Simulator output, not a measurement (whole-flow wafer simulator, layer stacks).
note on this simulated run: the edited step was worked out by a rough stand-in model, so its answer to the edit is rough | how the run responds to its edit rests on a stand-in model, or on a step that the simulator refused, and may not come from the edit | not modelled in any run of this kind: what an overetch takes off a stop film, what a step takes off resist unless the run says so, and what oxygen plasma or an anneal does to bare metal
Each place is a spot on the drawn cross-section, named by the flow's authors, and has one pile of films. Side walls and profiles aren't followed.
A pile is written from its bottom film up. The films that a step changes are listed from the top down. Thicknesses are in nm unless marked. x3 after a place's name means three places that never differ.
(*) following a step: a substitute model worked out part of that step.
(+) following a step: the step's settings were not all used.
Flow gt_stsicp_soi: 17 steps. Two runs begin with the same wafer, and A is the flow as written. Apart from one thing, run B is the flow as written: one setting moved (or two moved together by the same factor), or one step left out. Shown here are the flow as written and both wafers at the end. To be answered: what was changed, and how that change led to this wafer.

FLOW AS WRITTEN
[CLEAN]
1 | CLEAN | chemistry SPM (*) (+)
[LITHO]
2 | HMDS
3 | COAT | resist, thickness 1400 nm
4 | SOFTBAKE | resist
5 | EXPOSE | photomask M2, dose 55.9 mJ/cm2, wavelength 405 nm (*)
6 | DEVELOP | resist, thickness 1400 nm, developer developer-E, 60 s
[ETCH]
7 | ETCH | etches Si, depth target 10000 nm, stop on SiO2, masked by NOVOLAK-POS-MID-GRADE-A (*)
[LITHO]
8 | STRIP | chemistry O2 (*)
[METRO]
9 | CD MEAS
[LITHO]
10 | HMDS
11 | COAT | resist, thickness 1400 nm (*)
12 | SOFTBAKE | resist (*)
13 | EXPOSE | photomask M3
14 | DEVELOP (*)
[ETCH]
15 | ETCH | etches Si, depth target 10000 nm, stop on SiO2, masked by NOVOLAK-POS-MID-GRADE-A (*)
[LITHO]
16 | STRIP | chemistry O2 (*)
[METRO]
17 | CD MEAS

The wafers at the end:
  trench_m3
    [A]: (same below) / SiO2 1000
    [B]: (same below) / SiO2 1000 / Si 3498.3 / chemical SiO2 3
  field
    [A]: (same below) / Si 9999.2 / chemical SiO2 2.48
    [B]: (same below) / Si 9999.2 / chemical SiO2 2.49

The reason: step 15, ETCH: depth target 6500 nm was run, though the flow has depth target 10000 nm.

How this came from the change, step by step:
  15 | ETCH | etches Si, depth target 10000 nm, stop on SiO2, masked by NOVOLAK-POS-MID-GRADE-A (*)
      trench_m3: A -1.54 chemical SiO2 (all of it), -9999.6 Si (all of it) | B -1.54 chemical SiO2 (all of it), -6500 Si
      field, trench_m2: A -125 resist | B -81.2 resist
  16 | STRIP | chemistry O2 (*)
      trench_m3: A nothing | B +3 chemical SiO2 (new film), -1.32 Si
      field: A -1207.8 resist (all of it), +0.94 chemical SiO2, -0.41 Si | B -1251.5 resist (all of it), +0.94 chemical SiO2, -0.42 Si
